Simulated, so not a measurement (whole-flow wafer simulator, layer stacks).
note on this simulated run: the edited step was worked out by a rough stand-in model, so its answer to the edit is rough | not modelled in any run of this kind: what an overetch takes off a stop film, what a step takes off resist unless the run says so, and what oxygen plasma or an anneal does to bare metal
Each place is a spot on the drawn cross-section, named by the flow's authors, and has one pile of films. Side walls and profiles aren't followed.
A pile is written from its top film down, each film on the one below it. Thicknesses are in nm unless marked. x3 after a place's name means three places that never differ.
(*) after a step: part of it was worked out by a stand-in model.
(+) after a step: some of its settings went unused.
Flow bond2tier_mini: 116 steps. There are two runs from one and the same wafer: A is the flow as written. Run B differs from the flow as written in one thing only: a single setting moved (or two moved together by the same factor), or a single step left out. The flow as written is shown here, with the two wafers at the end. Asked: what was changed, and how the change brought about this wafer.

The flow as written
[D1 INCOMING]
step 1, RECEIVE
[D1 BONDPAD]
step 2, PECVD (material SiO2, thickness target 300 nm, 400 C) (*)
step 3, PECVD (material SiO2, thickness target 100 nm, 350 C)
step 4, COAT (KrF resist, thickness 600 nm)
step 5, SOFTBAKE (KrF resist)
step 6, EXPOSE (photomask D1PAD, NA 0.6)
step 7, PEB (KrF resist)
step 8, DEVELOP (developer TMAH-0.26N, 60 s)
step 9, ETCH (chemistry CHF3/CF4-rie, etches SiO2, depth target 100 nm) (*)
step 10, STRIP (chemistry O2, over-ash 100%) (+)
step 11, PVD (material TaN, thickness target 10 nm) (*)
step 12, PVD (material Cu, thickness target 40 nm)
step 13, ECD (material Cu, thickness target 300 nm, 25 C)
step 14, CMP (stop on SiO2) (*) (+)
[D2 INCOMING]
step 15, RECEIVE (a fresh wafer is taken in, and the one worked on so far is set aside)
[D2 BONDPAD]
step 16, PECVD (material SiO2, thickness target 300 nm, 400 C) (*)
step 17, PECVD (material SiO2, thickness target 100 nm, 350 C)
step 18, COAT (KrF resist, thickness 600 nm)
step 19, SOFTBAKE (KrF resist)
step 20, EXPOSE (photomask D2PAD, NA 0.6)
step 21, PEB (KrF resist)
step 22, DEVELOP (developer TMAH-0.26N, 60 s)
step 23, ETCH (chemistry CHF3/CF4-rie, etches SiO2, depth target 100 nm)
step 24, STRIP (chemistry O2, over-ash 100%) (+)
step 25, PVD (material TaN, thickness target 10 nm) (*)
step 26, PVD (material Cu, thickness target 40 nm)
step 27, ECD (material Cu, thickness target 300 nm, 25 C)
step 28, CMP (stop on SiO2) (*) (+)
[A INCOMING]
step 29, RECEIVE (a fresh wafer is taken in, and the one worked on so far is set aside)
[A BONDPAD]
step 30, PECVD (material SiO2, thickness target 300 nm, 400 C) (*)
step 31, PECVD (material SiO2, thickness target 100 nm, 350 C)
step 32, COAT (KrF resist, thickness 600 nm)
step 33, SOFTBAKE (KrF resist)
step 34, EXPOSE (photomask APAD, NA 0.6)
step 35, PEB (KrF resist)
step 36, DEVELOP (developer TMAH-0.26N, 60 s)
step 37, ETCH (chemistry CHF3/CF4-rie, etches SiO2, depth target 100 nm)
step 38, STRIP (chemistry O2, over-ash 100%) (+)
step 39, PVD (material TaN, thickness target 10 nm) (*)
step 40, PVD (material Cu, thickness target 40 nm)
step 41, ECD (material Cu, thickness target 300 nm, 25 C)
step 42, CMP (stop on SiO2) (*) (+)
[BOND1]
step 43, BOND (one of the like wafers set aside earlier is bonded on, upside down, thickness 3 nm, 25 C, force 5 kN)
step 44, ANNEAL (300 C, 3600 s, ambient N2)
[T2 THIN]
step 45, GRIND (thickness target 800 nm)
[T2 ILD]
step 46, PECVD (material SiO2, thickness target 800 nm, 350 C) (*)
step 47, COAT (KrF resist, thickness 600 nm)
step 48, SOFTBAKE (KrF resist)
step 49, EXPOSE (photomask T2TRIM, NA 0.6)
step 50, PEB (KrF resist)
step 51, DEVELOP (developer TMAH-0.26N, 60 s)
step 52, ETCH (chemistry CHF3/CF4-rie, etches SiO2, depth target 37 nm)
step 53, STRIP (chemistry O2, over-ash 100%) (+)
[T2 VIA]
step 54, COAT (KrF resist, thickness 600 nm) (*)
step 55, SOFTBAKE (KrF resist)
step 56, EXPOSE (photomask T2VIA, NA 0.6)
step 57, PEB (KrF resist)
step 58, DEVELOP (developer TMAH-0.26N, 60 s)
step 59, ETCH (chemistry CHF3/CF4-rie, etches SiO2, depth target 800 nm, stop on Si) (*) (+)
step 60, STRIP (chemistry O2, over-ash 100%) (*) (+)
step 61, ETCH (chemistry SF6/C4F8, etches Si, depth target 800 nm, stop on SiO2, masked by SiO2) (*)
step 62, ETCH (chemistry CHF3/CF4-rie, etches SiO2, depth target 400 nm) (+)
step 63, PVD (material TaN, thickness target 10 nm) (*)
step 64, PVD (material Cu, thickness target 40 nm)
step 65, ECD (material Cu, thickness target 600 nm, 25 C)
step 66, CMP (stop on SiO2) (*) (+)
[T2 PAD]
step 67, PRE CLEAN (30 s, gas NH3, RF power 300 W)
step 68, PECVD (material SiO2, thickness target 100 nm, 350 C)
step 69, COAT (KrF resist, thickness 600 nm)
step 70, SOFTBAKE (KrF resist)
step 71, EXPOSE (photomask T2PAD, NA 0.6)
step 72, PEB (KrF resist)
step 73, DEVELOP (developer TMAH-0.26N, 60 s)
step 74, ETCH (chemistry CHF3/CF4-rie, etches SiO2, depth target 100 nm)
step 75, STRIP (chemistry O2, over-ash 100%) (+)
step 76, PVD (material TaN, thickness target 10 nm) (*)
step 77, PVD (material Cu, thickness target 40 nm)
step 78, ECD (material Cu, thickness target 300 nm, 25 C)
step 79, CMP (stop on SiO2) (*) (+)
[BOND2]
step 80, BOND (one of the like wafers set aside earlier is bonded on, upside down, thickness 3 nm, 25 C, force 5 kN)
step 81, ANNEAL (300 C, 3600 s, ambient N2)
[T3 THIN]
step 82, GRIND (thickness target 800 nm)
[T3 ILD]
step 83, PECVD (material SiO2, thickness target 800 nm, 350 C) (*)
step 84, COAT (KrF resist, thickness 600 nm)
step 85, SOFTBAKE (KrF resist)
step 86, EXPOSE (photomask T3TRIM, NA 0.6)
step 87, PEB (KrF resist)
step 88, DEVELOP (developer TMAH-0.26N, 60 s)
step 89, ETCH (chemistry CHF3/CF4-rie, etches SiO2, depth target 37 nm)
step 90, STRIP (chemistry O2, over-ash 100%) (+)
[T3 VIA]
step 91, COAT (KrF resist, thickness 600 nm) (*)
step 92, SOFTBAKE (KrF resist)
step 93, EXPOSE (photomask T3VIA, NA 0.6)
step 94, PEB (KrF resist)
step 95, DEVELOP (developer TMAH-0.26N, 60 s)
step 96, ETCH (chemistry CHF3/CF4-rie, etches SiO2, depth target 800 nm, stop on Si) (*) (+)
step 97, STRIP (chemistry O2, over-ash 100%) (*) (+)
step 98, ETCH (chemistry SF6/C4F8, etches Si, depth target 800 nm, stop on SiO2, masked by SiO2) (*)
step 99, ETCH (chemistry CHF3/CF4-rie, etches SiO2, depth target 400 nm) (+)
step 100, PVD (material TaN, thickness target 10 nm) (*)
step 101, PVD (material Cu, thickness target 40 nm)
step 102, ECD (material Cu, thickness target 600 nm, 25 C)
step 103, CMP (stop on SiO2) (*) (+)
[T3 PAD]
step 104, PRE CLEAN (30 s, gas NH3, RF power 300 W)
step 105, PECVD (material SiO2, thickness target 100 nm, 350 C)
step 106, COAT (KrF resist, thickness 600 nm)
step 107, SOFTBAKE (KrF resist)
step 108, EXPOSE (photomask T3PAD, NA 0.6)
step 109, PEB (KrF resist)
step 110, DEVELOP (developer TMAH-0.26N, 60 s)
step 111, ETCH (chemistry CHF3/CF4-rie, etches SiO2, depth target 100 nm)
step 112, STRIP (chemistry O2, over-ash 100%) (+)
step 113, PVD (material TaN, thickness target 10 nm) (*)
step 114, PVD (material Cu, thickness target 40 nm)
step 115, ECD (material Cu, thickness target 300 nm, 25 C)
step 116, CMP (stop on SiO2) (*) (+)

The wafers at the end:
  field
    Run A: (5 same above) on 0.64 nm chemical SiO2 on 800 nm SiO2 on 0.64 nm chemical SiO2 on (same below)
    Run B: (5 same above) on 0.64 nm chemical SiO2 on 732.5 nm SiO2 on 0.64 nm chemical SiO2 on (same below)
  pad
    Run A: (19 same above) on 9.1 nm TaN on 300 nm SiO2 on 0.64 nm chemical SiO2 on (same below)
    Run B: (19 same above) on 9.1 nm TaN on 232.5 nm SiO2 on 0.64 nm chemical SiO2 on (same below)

The reason: step 30, PECVD: thickness target 232.5 nm was run, while the flow as written has thickness target 300 nm.
The wafer lets one read it off: pad has SiO2 232.5, and step 30 as written asks for 300 nm.

Step by step, how the change led to this:
  step 30, PECVD (material SiO2, thickness target 300 nm, 400 C) (*)
      field, pad, via: A +300 SiO2 (new film) | B +232.5 SiO2 (new film)
